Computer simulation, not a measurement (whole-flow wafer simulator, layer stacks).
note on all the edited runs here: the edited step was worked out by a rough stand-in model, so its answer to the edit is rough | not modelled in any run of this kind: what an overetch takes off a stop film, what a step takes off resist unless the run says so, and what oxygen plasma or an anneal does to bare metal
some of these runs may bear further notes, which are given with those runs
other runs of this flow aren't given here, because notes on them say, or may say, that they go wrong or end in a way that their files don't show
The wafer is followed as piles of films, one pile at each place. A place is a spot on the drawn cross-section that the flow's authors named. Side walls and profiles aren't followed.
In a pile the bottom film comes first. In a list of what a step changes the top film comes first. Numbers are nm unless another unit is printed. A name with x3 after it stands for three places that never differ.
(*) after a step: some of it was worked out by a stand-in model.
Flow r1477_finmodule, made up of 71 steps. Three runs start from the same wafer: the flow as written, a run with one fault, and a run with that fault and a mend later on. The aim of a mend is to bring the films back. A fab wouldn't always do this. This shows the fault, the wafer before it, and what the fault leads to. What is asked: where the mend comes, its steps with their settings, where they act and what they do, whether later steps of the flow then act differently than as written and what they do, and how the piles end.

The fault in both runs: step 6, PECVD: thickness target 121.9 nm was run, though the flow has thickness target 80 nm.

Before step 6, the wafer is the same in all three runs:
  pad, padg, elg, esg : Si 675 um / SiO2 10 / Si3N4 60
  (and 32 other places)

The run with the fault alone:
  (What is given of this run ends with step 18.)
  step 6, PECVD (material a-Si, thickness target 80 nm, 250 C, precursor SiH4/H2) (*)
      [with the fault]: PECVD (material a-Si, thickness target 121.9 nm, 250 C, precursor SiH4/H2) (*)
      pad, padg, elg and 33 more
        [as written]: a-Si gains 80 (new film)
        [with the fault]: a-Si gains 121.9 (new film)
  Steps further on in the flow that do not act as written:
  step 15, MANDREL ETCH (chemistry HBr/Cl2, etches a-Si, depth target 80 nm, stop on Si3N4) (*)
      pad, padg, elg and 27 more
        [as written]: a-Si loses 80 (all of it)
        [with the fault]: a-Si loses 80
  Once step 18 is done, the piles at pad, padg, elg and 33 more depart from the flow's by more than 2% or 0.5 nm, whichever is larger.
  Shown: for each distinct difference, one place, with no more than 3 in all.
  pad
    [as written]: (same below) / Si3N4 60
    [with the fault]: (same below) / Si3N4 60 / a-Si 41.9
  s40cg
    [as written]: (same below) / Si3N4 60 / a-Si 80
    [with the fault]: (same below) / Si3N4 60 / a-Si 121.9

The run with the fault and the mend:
  The mend stands after step 7.
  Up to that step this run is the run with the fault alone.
  step 7a, ETCH (chemistry tmah, depth target 41.9 nm)
      pad, padg, elg and 33 more
        a-Si loses 41.9
  None of the later steps of the flow acts differently than as written at any place that is followed.
  By the end, the piles equal the flow's at every place that both follow.
